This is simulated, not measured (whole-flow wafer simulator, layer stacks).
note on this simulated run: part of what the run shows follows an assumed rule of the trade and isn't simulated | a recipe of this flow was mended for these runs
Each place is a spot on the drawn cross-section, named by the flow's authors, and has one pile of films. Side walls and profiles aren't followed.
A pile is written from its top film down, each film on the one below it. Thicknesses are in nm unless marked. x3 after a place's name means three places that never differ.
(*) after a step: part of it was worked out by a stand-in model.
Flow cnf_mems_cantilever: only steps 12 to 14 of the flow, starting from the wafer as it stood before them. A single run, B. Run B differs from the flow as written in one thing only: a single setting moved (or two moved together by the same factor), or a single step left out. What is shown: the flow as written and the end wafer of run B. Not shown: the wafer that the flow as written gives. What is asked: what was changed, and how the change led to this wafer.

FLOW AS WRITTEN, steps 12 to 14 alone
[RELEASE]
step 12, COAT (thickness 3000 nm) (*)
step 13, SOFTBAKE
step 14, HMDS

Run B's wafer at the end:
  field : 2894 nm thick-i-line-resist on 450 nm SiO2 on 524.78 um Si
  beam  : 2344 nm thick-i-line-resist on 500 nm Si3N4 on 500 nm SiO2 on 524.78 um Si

What caused this: step 12, COAT: thickness 2784 nm was run, while the flow as written has thickness 3000 nm.

Step by step, how the change led to this:
  step 12, COAT (thickness 3000 nm) (*)
      field: thick-i-line-resist gains 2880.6 (new film) (it would be, as written: thick-i-line-resist gains 3098.1 (new film))
      beam: thick-i-line-resist gains 2397.5 (new film) (it would be, as written: thick-i-line-resist gains 2607.6 (new film))
  step 13, SOFTBAKE
      field: thick-i-line-resist gains 13.4 (it would be, as written: thick-i-line-resist gains 11.9)
      beam: thick-i-line-resist loses 53.5 (it would be, as written: thick-i-line-resist loses 47.6)
